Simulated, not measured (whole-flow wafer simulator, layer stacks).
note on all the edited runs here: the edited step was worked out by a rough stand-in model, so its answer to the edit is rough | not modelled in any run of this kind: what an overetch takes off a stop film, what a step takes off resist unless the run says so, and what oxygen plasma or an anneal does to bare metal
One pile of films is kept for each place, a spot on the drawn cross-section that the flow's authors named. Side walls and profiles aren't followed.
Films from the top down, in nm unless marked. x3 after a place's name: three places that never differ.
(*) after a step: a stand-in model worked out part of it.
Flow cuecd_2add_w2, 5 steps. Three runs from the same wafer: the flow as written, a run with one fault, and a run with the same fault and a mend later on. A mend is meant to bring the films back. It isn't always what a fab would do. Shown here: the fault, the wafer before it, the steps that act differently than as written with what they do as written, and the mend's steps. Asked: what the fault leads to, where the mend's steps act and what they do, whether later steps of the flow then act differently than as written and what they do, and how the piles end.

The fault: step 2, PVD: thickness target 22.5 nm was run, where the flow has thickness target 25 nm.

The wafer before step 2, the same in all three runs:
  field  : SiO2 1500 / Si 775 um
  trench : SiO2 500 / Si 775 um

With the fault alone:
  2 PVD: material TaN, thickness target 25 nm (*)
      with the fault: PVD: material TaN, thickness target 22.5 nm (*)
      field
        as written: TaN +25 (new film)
        with the fault: TaN +22.5 (new film)
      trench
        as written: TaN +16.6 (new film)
        with the fault: TaN +14.9 (new film)
  No later step of the flow acts differently than as written, at any place that is followed, by more than 2% or 0.5 nm, whichever is larger.
  At the end the piles differ from the flow's by more than 2% or 0.5 nm, whichever is larger, at field, trench.
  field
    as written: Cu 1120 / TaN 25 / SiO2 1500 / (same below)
    with the fault: Cu 1120 / TaN 22.5 / SiO2 1500 / (same below)
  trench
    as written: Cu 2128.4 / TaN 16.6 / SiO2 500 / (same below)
    with the fault: Cu 2127.6 / TaN 14.9 / SiO2 500 / (same below)

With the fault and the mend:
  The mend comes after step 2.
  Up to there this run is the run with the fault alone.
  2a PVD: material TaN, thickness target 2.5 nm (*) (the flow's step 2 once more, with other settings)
      field
        TaN +2.5
      trench
        TaN +1.65
  No later step of the flow acts differently than as written at any place that is followed.
  At the end the piles are the same as the flow's at every place that both follow.
